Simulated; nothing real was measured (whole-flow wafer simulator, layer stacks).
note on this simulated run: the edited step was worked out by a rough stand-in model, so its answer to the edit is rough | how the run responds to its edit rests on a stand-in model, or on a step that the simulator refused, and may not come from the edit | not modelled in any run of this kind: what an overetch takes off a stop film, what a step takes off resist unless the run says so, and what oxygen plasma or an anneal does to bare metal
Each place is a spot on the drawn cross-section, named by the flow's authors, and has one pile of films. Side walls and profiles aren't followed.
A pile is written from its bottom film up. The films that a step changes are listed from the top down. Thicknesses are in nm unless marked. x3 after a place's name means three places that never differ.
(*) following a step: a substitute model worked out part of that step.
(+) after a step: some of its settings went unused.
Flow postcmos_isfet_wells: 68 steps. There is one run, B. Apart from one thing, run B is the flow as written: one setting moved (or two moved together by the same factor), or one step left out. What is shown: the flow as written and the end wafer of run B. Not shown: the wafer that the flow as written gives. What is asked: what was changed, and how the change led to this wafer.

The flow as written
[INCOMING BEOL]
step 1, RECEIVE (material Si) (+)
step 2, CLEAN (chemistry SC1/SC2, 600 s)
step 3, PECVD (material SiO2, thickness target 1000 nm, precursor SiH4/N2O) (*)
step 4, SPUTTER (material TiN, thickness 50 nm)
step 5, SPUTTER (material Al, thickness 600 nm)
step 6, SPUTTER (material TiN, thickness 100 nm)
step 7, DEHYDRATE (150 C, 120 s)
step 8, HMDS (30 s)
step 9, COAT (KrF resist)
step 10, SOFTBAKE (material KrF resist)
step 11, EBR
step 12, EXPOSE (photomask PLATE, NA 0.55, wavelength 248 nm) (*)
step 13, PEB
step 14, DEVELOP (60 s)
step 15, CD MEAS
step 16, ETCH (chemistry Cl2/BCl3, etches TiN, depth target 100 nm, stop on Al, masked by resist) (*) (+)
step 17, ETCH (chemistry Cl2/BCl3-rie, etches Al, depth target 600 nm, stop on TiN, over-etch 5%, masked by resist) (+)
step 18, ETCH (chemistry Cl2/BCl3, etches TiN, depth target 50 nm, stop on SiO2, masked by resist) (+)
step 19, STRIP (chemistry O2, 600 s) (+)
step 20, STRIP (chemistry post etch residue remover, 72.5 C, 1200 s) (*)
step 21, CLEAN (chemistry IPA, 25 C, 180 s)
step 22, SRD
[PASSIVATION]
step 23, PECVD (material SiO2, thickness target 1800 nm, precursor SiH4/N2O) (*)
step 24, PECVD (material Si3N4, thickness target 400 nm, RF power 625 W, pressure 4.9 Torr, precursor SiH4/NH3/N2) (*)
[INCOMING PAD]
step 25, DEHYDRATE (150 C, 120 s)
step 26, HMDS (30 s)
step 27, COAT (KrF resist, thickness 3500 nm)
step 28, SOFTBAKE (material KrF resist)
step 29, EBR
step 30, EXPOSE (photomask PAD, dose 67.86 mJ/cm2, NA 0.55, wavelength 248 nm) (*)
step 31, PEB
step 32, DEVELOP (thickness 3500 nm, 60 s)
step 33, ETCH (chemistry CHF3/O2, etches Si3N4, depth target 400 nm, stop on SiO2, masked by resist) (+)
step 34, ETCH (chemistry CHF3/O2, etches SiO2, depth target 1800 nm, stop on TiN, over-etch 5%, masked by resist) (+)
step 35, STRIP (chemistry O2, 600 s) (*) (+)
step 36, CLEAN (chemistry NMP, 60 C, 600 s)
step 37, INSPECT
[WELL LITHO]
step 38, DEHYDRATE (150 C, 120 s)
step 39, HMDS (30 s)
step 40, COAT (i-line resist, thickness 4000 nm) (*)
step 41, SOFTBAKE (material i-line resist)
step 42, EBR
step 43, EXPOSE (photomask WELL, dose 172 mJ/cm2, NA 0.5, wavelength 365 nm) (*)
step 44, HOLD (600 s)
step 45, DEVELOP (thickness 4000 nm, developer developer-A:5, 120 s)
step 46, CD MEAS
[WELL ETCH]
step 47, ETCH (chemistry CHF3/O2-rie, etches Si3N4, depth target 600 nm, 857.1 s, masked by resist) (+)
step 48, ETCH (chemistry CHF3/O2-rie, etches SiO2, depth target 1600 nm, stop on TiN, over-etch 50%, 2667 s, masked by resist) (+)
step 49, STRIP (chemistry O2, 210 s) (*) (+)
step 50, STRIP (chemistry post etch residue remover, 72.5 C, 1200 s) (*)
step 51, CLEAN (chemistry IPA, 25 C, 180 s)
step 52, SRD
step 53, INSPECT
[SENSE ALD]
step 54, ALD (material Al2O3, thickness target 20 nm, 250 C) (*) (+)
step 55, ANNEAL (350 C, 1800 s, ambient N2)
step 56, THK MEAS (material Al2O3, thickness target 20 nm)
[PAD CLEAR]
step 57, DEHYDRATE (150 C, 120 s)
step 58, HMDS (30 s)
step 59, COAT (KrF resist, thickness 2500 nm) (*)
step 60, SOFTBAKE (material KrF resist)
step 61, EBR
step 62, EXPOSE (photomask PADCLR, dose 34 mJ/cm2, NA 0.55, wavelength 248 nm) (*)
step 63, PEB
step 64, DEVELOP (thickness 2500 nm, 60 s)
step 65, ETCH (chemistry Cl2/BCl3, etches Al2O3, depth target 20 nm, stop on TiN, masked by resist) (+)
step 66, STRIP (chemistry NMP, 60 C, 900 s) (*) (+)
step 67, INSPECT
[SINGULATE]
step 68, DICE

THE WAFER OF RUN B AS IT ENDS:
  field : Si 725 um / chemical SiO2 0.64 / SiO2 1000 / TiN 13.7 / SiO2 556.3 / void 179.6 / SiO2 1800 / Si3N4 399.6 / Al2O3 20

What caused this: step 16, ETCH: depth target 79 nm was run, whereas the flow has depth target 100 nm.

The path from the change to this, step by step:
  step 16, ETCH (chemistry Cl2/BCl3, etches TiN, depth target 100 nm, stop on Al, masked by resist) (*) (+)
      field: -79 TiN (it would be, as written: -100 TiN (all of it))
      margin, well900, well1300 x3, pad_rim, pad_clr, pad_open: -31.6 KrF resist (it would be, as written: -40 KrF resist)
  step 17, ETCH (chemistry Cl2/BCl3-rie, etches Al, depth target 600 nm, stop on TiN, over-etch 5%, masked by resist) (+)
      field: -21 TiN (all of it), -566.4 Al (it would be, as written: -600 Al (all of it))
  step 18, ETCH (chemistry Cl2/BCl3, etches TiN, depth target 50 nm, stop on SiO2, masked by resist) (+)
      field: -33.6 Al (all of it), -35.9 TiN (it would be, as written: -50 TiN (all of it))
  step 23, PECVD (material SiO2, thickness target 1800 nm, precursor SiH4/N2O) (*)
      field: +1800 SiO2 (new film), +179.6 void (new film), +556.3 SiO2 (new film) (it would be, as written: +1800 SiO2 (new film), +189.9 void (new film), +559.7 SiO2)
With metal films that touch counted as one body, field has 1 body; the flow as written gives 0 bodies.
